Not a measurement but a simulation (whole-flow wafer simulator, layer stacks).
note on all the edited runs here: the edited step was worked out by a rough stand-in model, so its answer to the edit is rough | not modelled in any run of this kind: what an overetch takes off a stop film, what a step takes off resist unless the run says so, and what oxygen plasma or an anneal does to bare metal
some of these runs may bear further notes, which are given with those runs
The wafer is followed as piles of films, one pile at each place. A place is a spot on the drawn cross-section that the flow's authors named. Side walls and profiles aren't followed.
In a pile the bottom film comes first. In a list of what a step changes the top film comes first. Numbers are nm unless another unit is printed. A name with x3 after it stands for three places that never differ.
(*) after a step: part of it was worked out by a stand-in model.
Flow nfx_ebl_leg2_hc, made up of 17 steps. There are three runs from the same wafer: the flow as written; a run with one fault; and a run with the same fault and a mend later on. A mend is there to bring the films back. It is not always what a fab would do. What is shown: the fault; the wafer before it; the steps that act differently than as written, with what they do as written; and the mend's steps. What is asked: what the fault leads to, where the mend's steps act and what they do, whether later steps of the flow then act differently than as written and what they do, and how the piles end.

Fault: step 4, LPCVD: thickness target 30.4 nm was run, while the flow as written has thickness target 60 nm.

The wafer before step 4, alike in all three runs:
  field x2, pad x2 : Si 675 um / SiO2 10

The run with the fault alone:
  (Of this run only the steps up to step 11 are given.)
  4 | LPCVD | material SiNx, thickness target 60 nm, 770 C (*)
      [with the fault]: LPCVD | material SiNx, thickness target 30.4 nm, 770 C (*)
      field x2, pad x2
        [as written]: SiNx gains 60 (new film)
        [with the fault]: SiNx gains 30.4 (new film)
  None of the later steps of the flow up to step 11 acts differently than as written at any place that is followed.
  After step 11, at field x2, pad x2, the piles differ from the flow's by more than 2% or 0.5 nm, whichever is larger.
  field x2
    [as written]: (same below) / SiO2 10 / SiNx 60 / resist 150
    [with the fault]: (same below) / SiO2 10 / SiNx 30.4 / resist 150
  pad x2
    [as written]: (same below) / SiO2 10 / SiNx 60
    [with the fault]: (same below) / SiO2 10 / SiNx 30.4

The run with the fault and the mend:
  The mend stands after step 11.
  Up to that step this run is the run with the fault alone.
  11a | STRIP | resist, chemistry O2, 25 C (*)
      field x2
        resist loses 150 (all of it)
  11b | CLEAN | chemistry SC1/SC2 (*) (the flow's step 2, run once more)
      leaves every film unchanged at each place that is followed
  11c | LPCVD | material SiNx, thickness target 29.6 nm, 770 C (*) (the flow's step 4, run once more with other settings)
      field x2, pad x2
        SiNx gains 29.6
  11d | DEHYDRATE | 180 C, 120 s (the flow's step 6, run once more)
      leaves every film unchanged at each place that is followed
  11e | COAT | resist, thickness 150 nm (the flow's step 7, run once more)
      field x2, pad x2
        resist gains 150 (new film)
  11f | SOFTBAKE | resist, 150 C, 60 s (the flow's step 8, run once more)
      leaves every film unchanged at each place that is followed
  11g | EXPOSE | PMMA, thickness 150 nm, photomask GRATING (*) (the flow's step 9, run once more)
      leaves every film unchanged at each place that is followed
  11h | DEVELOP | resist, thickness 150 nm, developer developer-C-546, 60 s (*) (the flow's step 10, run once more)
      pad x2
        resist loses 150 (all of it)
  None of the later steps of the flow acts differently than as written at any place that is followed.
  At every place that both follow, the piles at the end match the flow's.
